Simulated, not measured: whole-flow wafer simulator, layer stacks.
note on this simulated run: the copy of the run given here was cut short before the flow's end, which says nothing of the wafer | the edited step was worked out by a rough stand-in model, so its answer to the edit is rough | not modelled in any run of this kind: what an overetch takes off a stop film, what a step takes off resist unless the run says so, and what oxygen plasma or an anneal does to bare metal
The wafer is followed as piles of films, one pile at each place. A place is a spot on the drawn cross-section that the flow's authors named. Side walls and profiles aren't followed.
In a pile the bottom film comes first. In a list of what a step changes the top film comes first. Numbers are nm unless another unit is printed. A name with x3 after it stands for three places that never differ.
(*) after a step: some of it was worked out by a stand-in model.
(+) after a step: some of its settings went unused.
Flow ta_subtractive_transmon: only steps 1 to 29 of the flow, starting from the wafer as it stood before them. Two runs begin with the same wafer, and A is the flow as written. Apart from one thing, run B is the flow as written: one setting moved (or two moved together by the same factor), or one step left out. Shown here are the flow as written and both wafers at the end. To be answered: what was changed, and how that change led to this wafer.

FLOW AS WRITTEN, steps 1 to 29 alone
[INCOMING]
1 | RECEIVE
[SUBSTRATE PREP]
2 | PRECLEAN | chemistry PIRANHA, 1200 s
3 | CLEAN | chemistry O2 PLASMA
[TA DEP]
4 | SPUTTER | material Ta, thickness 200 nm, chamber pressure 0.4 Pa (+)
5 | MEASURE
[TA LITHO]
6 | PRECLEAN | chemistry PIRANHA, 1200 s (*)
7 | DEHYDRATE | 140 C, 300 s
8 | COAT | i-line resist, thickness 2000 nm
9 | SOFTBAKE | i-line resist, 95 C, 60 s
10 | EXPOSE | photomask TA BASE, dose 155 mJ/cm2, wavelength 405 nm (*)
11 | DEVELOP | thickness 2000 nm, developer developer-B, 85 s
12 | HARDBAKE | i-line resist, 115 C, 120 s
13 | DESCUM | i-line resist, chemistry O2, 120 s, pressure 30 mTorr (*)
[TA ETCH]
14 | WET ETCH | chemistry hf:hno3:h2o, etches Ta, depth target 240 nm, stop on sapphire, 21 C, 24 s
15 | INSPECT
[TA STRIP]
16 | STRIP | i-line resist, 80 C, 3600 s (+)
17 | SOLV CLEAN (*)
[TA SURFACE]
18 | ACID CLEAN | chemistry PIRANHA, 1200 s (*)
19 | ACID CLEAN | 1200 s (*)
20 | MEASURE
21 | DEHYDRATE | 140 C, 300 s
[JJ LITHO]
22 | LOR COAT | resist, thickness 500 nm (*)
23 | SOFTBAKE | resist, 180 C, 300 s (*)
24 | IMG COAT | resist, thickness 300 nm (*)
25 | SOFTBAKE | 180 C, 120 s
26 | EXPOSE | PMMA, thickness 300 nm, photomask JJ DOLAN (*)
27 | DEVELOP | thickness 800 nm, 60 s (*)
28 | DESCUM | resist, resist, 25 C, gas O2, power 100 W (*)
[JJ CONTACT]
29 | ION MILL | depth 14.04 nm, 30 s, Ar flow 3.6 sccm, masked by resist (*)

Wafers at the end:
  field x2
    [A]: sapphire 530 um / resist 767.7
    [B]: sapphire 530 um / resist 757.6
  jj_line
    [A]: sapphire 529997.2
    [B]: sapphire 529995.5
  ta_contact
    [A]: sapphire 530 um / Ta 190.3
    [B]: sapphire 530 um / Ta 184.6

Cause: step 29, ION MILL: 48 s was run, though the flow has 30 s.

Step by step, how the change led to this:
  29 | ION MILL | depth 14.04 nm, 30 s, Ar flow 3.6 sccm, masked by resist (*)
      field x2, ta_pad: A resist loses 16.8 | B resist loses 26.9
      jj_line, lead: A sapphire loses 2.8 | B sapphire loses 4.48
      (and at 1 other place as well)
